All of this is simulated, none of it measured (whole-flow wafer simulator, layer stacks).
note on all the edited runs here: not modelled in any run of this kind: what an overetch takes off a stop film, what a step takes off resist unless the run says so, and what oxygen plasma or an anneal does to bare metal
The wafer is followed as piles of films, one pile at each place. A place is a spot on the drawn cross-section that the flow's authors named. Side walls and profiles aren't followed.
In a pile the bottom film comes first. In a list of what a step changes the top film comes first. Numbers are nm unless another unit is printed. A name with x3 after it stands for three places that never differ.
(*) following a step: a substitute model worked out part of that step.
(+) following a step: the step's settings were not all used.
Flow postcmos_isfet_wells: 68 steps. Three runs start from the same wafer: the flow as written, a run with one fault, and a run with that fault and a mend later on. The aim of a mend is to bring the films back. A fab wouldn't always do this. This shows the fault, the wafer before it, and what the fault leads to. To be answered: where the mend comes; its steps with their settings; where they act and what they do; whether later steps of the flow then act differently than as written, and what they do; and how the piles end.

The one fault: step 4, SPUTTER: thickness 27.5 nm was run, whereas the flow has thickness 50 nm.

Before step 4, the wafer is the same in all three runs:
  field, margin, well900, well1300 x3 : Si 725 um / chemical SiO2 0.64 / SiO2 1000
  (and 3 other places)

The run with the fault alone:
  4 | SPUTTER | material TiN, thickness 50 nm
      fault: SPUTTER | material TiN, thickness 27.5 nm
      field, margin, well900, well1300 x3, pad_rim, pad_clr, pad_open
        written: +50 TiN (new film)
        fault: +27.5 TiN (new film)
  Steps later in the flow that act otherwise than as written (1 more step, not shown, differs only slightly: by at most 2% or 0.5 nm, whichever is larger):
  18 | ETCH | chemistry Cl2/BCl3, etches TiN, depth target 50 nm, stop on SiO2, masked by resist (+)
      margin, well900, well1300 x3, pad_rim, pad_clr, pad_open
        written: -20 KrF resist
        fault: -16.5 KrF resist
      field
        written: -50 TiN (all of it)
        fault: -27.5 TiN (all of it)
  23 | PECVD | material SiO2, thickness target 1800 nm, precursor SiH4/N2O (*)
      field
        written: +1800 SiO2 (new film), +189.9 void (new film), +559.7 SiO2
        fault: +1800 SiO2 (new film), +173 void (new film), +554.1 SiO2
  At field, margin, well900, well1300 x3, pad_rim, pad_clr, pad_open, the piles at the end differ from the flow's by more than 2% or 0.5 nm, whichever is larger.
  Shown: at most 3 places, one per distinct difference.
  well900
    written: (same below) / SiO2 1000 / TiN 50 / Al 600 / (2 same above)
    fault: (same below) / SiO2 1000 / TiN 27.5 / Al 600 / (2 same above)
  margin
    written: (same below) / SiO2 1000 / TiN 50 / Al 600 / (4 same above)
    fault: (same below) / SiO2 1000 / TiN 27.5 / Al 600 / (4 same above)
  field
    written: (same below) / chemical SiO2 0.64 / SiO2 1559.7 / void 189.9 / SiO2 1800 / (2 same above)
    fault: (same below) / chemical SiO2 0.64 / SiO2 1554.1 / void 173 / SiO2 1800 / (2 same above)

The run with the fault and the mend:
  After step 4 comes the mend.
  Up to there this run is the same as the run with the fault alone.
  4a | SPUTTER | material TiN, thickness 22.5 nm (a further turn of the flow's step 4, with different settings)
      field, margin, well900, well1300 x3, pad_rim, pad_clr, pad_open
        +22.5 TiN
  Later steps of the flow that are run all act as written at every place that is followed.
  By the end, the piles equal the flow's at every place that both follow.
